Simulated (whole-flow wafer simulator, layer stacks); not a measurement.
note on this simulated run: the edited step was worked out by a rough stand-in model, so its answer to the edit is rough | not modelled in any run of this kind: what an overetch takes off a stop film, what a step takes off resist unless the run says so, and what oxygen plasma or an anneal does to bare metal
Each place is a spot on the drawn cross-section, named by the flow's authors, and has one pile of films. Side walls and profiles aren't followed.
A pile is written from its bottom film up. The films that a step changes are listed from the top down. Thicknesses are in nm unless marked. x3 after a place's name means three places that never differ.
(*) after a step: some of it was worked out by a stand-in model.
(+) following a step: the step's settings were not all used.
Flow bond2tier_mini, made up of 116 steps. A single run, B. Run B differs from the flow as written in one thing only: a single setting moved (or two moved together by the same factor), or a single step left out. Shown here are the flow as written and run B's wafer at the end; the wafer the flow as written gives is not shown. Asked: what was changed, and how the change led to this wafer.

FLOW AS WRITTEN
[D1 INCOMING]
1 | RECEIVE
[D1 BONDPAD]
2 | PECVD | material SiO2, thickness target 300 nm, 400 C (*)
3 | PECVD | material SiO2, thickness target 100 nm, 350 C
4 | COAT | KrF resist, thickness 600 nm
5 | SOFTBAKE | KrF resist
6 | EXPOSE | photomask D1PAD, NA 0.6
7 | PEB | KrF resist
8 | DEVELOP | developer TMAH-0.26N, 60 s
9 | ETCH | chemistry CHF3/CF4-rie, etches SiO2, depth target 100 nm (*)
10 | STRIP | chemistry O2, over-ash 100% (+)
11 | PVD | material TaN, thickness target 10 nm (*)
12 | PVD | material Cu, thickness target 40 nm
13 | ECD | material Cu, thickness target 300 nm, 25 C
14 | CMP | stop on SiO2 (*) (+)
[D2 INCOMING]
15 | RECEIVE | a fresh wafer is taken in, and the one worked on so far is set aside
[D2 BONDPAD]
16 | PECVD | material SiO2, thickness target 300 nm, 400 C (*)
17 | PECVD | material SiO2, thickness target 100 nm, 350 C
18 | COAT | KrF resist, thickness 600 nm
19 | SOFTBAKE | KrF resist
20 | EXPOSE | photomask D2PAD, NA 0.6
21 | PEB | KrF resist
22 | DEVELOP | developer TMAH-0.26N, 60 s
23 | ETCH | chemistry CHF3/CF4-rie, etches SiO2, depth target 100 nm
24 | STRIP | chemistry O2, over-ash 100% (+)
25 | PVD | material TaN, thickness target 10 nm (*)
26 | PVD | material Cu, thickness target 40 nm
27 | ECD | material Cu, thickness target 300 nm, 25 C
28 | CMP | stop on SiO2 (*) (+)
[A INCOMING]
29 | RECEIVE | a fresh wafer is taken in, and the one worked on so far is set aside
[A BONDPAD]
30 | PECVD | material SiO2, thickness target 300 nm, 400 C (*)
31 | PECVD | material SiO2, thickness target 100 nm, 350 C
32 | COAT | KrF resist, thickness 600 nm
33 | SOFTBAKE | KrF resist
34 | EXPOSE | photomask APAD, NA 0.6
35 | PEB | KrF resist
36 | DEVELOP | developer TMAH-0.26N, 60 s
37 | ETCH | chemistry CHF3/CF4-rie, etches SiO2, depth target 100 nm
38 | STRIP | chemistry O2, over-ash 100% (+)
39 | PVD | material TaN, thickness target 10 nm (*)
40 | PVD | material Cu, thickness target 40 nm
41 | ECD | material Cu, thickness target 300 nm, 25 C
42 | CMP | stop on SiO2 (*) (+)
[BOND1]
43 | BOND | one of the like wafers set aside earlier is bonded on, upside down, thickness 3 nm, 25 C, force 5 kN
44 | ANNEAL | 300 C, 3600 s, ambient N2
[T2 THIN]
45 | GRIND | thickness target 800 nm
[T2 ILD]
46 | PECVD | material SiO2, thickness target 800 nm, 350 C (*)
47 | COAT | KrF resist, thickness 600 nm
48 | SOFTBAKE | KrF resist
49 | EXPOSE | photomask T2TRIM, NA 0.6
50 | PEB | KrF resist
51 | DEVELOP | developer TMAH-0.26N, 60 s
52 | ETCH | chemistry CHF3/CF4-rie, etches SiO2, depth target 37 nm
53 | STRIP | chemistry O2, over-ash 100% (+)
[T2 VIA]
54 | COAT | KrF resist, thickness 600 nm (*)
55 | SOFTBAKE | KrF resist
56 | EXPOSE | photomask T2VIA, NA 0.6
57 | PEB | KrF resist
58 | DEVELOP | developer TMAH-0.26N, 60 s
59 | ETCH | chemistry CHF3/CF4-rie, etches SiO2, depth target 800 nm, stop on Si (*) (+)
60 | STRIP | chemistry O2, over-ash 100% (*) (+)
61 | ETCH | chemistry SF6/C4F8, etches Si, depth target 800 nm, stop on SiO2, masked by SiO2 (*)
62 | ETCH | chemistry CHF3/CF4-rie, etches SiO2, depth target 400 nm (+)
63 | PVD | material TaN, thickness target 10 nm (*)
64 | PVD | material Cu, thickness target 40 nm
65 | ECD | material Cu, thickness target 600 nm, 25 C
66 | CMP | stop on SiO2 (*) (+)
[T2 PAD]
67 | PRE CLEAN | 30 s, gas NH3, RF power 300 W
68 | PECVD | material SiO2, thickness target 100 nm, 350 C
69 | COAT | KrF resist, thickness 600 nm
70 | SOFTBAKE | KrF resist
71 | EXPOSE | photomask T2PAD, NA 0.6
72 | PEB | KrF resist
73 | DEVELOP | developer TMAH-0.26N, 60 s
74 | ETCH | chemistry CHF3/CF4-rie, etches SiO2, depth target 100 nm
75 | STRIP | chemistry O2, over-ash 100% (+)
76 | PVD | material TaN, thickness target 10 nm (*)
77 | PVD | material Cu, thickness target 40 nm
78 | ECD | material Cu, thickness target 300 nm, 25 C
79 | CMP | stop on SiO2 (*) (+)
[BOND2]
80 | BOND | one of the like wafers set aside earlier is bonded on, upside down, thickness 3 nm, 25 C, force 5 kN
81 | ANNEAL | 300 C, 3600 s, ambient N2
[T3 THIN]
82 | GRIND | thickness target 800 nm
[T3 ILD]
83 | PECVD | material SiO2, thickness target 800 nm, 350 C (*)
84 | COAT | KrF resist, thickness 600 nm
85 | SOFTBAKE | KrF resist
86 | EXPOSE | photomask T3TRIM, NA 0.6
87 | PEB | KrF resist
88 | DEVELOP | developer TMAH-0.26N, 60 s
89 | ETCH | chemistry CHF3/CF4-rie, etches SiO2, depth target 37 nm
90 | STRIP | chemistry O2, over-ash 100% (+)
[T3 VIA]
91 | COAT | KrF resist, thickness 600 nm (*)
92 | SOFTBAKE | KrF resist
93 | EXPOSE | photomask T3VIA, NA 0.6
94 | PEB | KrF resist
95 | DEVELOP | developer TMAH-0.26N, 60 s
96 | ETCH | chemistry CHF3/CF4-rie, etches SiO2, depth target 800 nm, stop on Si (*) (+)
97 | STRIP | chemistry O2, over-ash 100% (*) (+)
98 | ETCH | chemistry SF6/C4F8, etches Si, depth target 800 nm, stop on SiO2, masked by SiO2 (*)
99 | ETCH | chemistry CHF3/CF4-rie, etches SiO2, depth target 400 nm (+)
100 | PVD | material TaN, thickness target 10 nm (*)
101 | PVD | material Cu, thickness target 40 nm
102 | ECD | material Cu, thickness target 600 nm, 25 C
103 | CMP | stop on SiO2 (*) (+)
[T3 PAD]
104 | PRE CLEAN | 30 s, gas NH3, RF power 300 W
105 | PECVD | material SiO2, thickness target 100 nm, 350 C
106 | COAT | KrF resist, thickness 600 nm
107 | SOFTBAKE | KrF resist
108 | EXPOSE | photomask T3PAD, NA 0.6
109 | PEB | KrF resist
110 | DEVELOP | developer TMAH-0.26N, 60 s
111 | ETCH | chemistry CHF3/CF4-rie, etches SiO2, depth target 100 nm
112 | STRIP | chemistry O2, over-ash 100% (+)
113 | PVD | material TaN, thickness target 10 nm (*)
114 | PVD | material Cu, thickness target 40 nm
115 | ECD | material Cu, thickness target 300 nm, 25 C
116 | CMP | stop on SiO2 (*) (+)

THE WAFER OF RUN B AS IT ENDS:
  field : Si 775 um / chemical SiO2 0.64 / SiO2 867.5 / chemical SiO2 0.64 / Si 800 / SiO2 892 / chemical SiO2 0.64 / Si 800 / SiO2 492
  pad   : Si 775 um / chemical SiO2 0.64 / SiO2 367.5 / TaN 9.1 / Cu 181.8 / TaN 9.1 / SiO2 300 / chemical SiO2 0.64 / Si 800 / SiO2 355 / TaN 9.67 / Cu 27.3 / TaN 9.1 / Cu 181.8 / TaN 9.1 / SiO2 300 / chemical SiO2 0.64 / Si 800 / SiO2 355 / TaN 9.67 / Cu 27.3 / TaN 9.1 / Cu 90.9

Cause: step 30, PECVD: thickness target 367.5 nm was run, whereas the flow has thickness target 300 nm.
One can read it off the wafer: pad has SiO2 367.5, and step 30 as written asks for 300 nm.

The path from the change to this, step by step:
  30 | PECVD | material SiO2, thickness target 300 nm, 400 C (*)
      field, pad, via: +367.5 SiO2 (new film) (it would be, as written: +300 SiO2 (new film))
